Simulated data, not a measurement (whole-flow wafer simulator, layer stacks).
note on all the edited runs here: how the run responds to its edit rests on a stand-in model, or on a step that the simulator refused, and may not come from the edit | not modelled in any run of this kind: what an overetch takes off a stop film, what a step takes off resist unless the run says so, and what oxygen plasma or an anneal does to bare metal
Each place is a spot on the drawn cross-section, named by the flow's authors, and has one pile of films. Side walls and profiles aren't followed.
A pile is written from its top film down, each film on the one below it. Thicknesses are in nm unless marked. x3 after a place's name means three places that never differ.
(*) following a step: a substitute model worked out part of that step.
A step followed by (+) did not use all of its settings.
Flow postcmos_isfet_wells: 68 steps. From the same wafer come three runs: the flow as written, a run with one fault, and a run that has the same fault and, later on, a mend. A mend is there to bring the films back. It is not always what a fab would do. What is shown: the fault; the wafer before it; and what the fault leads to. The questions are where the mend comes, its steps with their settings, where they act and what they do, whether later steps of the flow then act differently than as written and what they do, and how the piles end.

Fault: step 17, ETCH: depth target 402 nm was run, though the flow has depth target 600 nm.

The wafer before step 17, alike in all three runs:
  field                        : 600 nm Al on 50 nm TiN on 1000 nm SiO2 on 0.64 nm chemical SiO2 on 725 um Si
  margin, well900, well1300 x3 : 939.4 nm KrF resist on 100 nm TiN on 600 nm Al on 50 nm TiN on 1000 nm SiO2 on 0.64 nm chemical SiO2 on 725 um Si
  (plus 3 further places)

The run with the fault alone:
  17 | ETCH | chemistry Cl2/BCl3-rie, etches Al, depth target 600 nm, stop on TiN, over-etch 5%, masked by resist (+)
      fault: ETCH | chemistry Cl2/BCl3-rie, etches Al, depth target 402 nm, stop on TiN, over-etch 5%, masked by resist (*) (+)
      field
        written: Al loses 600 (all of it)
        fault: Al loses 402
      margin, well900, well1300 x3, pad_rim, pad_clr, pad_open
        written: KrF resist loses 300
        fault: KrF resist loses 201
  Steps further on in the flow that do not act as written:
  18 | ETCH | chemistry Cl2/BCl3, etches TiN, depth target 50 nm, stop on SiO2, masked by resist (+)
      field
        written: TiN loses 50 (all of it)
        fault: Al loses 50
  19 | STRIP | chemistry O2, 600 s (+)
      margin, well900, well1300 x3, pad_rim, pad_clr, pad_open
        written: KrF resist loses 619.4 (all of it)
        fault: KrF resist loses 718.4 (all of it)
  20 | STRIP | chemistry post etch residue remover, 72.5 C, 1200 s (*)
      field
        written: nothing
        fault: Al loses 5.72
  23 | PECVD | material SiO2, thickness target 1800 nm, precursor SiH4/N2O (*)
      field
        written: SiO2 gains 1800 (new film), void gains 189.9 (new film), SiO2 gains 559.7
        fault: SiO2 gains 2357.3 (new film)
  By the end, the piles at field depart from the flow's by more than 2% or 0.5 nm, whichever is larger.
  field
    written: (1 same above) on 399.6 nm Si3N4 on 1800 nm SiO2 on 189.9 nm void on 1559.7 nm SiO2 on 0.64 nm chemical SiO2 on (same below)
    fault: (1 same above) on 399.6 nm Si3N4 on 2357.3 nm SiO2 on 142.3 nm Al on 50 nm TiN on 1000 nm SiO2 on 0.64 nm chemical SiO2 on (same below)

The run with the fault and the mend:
  The mend follows step 17.
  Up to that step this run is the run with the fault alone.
  17a | ETCH | chemistry Cl2/BCl3-rie, etches Al, depth target 198 nm, stop on TiN, over-etch 5%, masked by resist (the flow's step 17, run once more with other settings)
      margin, well900, well1300 x3, pad_rim, pad_clr, pad_open
        KrF resist loses 99
      field
        Al loses 198 (all of it)
  Later steps of the flow that are run all act as written at every place that is followed.
  At every place that both follow, the piles at the end match the flow's.
